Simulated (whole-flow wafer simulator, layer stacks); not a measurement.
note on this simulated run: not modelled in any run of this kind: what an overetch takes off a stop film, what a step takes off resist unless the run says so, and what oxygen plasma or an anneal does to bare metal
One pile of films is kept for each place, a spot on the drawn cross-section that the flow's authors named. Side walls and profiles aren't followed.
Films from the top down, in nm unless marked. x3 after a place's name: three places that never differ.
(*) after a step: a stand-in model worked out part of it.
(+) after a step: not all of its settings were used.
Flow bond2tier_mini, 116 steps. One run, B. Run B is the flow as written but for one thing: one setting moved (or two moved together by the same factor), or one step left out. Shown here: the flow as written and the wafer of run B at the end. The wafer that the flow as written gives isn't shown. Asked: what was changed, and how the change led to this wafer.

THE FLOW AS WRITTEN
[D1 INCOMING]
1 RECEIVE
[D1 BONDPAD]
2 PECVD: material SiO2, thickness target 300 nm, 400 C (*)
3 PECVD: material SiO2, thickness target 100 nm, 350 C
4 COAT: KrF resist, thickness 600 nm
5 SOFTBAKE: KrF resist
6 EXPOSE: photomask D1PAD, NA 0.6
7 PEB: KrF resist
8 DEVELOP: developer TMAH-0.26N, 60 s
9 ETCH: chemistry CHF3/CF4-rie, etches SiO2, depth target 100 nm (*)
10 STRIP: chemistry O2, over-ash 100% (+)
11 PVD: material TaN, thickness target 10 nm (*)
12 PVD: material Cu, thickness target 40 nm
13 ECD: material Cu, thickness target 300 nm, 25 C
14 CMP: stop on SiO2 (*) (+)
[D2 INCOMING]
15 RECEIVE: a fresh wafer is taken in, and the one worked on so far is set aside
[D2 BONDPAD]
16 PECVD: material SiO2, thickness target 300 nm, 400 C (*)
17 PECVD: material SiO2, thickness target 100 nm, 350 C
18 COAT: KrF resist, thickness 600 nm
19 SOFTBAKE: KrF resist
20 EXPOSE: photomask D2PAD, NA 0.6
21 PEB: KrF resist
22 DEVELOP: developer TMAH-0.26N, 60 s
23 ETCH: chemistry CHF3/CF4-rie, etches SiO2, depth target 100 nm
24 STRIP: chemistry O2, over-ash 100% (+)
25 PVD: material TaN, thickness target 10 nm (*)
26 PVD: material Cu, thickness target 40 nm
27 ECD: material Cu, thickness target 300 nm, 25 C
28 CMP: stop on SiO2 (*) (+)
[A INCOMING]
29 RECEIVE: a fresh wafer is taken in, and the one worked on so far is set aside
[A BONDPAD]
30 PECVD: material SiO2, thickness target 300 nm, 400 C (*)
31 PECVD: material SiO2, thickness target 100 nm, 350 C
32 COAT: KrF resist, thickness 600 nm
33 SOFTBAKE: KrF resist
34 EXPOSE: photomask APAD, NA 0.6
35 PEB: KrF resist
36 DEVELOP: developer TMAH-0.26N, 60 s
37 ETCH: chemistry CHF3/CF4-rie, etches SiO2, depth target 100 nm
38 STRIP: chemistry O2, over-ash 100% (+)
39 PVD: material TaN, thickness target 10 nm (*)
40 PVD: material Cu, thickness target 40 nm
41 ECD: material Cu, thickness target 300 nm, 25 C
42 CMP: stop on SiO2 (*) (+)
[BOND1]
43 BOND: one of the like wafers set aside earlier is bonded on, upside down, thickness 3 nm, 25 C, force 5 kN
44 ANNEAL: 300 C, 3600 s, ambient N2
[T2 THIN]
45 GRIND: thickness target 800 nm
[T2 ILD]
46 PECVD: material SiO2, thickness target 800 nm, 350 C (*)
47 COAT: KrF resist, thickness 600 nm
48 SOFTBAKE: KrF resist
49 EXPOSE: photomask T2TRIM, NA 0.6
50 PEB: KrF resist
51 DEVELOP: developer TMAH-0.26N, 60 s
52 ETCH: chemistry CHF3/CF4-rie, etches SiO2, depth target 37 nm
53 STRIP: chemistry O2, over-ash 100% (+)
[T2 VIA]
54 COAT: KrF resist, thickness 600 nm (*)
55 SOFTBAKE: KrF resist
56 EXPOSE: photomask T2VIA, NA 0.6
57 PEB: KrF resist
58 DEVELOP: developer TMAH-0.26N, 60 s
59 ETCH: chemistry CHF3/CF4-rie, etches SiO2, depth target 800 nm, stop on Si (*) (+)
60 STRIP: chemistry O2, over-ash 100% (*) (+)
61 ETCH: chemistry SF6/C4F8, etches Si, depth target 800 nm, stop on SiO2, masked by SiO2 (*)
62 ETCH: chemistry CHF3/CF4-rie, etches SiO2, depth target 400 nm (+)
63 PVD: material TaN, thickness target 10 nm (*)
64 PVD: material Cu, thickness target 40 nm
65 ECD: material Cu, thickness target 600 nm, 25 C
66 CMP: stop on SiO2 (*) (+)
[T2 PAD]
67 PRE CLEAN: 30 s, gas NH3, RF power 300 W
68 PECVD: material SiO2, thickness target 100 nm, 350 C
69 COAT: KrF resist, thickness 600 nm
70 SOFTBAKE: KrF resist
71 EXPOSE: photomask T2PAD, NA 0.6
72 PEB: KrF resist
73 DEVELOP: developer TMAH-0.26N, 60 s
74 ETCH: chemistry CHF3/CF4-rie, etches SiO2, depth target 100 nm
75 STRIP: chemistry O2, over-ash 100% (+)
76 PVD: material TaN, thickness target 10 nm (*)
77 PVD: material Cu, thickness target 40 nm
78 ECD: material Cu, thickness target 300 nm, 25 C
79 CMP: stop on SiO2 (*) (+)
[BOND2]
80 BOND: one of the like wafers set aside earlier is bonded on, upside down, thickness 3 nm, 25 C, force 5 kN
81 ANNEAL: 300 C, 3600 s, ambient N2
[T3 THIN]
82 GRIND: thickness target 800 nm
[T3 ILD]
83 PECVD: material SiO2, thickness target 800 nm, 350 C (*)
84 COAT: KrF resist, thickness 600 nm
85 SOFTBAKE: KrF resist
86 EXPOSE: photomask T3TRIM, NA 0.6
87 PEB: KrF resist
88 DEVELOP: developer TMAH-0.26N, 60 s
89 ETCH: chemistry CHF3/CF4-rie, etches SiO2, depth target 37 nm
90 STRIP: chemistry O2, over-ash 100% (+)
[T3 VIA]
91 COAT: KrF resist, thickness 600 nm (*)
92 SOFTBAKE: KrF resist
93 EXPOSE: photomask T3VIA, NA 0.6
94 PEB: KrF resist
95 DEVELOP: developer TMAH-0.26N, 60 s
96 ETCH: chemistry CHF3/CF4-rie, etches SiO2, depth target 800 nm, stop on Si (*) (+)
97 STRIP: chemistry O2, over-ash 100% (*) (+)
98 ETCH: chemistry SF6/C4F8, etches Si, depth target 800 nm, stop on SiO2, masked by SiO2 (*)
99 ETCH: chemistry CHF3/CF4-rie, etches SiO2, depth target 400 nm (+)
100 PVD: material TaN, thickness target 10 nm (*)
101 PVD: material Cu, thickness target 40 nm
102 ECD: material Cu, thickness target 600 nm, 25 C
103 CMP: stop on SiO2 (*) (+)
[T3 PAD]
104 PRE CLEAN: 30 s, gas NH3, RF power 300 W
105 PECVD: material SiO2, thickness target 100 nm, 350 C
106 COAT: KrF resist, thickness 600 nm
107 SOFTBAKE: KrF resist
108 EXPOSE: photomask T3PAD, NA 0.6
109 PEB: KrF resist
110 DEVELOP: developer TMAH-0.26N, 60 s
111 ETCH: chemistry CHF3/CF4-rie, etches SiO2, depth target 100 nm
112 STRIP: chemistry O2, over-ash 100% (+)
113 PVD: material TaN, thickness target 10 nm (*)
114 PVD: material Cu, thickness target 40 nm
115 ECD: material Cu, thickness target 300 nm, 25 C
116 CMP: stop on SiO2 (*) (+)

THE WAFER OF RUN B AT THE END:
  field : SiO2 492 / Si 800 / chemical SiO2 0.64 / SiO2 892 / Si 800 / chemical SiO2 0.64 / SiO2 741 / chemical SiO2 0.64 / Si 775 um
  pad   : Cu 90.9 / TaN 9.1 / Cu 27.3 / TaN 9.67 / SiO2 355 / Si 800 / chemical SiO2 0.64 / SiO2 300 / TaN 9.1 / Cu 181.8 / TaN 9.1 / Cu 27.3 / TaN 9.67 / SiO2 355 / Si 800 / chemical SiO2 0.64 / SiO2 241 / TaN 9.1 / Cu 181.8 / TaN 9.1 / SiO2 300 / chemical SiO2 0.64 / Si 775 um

The cause: step 3, PECVD: thickness target 41 nm was run, where the flow has thickness target 100 nm.

How the change led to this, step by step:
  3 PECVD: material SiO2, thickness target 100 nm, 350 C
      field, pad, via: SiO2 +41 (as written it would be: SiO2 +100)
  43 BOND: one of the like wafers set aside earlier is bonded on, upside down, thickness 3 nm, 25 C, force 5 kN
      field: Si +775 um (new film), chemical SiO2 +0.64 (new film), SiO2 +341 (as written it would be: Si +775 um (new film), chemical SiO2 +0.64 (new film), SiO2 +400)
      pad: Si +775 um (new film), chemical SiO2 +0.64 (new film), SiO2 +241 (new film), TaN +9.1 (new film), Cu +90.9 (as written it would be: Si +775 um (new film), chemical SiO2 +0.64 (new film), SiO2 +300 (new film), TaN +9.1 (new film), Cu +90.9)
      (and at 1 more place)
